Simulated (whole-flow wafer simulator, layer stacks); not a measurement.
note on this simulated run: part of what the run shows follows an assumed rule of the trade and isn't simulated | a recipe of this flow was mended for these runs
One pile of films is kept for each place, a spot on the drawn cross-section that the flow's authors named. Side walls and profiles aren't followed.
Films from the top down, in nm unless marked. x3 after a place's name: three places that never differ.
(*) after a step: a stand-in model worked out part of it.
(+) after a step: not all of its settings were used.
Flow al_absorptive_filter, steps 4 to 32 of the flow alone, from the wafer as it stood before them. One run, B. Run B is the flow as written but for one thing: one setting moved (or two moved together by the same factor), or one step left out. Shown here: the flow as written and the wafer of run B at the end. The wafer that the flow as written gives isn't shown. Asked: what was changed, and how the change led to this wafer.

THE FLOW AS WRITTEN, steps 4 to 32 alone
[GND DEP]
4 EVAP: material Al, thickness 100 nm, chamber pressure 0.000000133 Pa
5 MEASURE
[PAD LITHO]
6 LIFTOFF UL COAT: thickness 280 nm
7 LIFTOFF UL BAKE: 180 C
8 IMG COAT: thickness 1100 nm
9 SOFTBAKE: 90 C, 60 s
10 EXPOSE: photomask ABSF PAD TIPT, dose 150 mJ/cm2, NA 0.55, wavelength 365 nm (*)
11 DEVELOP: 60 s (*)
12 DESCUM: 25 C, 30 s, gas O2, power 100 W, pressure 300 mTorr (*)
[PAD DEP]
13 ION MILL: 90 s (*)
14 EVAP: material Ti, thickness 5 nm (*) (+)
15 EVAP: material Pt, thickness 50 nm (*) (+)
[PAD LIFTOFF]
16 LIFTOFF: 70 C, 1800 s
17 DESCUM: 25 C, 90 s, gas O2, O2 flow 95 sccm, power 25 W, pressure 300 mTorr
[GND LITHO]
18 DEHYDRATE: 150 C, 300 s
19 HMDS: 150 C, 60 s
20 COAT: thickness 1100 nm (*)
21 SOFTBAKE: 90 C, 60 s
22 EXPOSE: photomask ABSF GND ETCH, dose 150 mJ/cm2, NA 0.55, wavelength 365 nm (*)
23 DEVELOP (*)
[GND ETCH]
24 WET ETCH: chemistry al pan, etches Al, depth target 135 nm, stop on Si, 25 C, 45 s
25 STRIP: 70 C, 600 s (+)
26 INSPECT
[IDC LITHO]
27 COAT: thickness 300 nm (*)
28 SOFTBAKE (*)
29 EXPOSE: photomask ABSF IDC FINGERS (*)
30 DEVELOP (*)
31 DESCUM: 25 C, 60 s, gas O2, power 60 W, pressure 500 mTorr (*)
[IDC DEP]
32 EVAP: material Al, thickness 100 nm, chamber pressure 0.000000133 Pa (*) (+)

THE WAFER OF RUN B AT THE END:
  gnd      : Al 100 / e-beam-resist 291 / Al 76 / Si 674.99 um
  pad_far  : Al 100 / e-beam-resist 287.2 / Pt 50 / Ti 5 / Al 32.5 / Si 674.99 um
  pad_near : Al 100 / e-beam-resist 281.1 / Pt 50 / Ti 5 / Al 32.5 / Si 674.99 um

The cause: step 4, EVAP: thickness 76 nm was run, where the flow has thickness 100 nm.
It can be read off the wafer: gnd has Al 76, and step 4 as written asks for 100 nm.

How the change led to this, step by step:
  4 EVAP: material Al, thickness 100 nm, chamber pressure 0.000000133 Pa
      gnd, pad_far, pad_near and 11 more: Al +76 (new film) (as written it would be: Al +100 (new film))
  24 WET ETCH: chemistry al pan, etches Al, depth target 135 nm, stop on Si, 25 C, 45 s
      res, xl_gap, idc_field x2, idc_line: Al -62.7 (all of it) (as written it would be: Al -86.7 (all of it))
  27 COAT: thickness 300 nm (*)
      ledge: e-beam-resist +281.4 (new film) (as written it would be: e-beam-resist +274.4 (new film))
      res: e-beam-resist +338.2 (new film) (as written it would be: e-beam-resist +349.6 (new film))
      (and at 1 more place)
